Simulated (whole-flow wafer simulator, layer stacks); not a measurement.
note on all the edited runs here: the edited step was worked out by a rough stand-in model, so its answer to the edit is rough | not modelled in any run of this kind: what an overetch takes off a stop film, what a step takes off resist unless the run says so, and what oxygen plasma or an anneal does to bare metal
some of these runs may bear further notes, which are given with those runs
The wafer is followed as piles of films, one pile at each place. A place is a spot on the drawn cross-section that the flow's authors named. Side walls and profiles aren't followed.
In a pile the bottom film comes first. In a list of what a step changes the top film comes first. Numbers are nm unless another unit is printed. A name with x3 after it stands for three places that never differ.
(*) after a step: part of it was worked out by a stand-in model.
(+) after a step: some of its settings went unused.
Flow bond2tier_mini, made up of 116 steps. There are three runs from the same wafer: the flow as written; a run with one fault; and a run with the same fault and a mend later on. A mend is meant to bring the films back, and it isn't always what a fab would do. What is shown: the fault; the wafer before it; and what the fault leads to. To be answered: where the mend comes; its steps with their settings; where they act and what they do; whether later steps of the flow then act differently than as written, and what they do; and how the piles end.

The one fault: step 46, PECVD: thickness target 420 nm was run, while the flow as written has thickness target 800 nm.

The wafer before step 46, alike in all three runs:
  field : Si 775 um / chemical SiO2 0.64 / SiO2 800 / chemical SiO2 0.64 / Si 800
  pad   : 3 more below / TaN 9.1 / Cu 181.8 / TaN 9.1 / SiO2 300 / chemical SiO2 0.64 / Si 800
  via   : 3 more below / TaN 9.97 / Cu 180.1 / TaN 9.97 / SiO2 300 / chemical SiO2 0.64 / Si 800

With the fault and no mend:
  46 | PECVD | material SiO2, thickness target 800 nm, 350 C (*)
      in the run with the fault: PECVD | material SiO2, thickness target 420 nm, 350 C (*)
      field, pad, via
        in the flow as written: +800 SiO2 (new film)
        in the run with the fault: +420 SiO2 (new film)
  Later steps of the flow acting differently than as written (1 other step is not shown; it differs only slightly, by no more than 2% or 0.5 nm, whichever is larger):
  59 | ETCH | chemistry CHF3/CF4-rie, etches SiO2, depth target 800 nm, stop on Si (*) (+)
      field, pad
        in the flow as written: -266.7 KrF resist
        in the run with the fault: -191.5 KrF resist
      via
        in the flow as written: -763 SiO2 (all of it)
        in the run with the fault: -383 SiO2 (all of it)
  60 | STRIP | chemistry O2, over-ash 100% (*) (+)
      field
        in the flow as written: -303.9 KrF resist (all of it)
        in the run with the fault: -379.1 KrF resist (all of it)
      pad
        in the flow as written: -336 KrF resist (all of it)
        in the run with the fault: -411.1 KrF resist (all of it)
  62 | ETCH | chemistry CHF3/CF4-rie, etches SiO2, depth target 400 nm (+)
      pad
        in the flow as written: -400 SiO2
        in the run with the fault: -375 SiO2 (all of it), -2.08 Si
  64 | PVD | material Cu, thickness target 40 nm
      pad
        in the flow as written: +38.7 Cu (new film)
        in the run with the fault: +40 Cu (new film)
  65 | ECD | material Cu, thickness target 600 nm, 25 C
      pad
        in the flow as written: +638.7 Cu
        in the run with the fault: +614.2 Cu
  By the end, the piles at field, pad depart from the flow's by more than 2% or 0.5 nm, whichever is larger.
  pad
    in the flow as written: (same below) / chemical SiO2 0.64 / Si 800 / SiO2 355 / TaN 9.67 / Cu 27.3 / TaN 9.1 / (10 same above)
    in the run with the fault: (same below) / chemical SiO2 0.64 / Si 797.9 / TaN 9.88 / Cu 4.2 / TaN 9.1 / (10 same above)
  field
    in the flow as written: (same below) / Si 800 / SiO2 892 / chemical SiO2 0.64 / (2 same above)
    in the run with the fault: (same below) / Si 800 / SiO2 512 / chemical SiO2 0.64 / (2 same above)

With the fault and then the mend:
  The mend stands after step 46.
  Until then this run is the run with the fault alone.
  46a | PECVD | material SiO2, thickness target 380 nm, 350 C (*) (the flow's step 46 again, with other settings)
      field, pad, via
        +380 SiO2
  Every later step of the flow that is run acts as written at every place that is followed.
  By the end, the piles equal the flow's at every place that both follow.
